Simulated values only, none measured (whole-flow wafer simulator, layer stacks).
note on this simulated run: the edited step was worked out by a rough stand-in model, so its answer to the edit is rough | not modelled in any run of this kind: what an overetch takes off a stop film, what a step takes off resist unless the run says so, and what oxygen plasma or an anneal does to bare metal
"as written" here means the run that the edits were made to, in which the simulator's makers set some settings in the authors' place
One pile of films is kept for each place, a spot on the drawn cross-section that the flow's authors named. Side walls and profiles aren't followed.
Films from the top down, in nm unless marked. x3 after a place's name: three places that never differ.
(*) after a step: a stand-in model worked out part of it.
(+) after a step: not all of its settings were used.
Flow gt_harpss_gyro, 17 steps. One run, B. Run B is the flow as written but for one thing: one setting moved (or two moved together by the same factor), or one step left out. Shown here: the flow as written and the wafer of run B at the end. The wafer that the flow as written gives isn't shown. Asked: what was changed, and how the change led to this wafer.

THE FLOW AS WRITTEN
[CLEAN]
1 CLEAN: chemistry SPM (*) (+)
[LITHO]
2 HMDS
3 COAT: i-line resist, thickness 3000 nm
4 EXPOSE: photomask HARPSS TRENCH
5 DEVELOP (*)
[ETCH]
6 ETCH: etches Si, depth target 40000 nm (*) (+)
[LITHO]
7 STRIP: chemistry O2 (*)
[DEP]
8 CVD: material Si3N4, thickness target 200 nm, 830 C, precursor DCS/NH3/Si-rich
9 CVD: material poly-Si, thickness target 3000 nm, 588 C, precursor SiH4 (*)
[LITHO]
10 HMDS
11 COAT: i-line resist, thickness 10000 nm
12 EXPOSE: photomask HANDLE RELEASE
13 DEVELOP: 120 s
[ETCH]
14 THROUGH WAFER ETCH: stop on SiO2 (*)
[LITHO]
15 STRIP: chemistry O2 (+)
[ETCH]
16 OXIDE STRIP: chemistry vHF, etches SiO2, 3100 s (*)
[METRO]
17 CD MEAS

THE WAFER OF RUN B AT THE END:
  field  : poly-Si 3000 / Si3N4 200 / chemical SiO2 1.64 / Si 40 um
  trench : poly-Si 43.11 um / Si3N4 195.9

The cause: step 6, ETCH: depth target 55000 nm was run, where the flow has depth target 40000 nm.

How the change led to this, step by step:
  6 ETCH: etches Si, depth target 40000 nm (*) (+)
      trench: chemical SiO2 -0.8 (all of it), Si -40 um (all of it), SiO2 -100 (as written it would be: chemical SiO2 -0.8 (all of it), Si -40 um (all of it))
      field: i-line resist -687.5 (as written it would be: i-line resist -500)
  7 STRIP: chemistry O2 (*)
      field: i-line resist -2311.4 (all of it), chemical SiO2 +0.84, Si -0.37 (as written it would be: i-line resist -2498.9 (all of it), chemical SiO2 +0.87, Si -0.38)
  9 CVD: material poly-Si, thickness target 3000 nm, 588 C, precursor SiH4 (*)
      trench: poly-Si +43.11 um (new film) (as written it would be: poly-Si +43.01 um (new film))
  16 OXIDE STRIP: chemistry vHF, etches SiO2, 3100 s (*)
      trench: under 2 films: SiO2 -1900 (all of it) (as written it would be: under 2 films: SiO2 -2000 (all of it))
